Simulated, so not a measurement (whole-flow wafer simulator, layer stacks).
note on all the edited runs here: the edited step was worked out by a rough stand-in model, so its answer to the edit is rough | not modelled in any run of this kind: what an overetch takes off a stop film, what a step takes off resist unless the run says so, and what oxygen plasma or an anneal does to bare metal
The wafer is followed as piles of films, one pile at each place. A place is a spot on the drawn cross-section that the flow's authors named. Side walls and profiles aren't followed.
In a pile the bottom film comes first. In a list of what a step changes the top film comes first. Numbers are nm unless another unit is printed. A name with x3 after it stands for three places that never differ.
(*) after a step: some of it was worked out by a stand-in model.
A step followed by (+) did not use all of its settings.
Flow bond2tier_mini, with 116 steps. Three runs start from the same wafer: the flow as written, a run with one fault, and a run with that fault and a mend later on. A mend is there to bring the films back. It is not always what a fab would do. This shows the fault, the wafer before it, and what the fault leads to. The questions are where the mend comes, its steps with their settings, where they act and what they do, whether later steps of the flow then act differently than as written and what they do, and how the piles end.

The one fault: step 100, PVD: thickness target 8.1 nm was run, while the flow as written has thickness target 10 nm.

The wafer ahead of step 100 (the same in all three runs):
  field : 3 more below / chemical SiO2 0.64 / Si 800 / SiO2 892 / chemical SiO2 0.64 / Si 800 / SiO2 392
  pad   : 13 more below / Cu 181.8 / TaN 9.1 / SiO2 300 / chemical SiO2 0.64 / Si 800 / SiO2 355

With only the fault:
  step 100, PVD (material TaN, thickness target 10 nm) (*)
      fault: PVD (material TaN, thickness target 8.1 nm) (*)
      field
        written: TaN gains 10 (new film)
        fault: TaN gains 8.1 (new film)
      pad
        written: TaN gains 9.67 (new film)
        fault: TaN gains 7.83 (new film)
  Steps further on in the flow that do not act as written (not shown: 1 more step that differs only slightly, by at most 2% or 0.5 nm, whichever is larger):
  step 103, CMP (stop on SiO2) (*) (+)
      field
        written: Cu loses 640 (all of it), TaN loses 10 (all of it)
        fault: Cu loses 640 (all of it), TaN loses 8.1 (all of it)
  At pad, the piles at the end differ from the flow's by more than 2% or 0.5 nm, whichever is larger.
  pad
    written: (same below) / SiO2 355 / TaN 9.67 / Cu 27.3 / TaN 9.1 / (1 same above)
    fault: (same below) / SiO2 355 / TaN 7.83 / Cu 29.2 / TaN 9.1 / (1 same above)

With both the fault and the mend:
  The mend stands after step 100.
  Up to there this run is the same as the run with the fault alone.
  step 100a, PVD (material TaN, thickness target 1.9 nm) (*) (the flow's step 100 again, with other settings)
      field
        TaN gains 1.9
      pad
        TaN gains 1.84
  None of the later steps of the flow acts differently than as written at any place that is followed.
  By the end, the piles equal the flow's at every place that both follow.
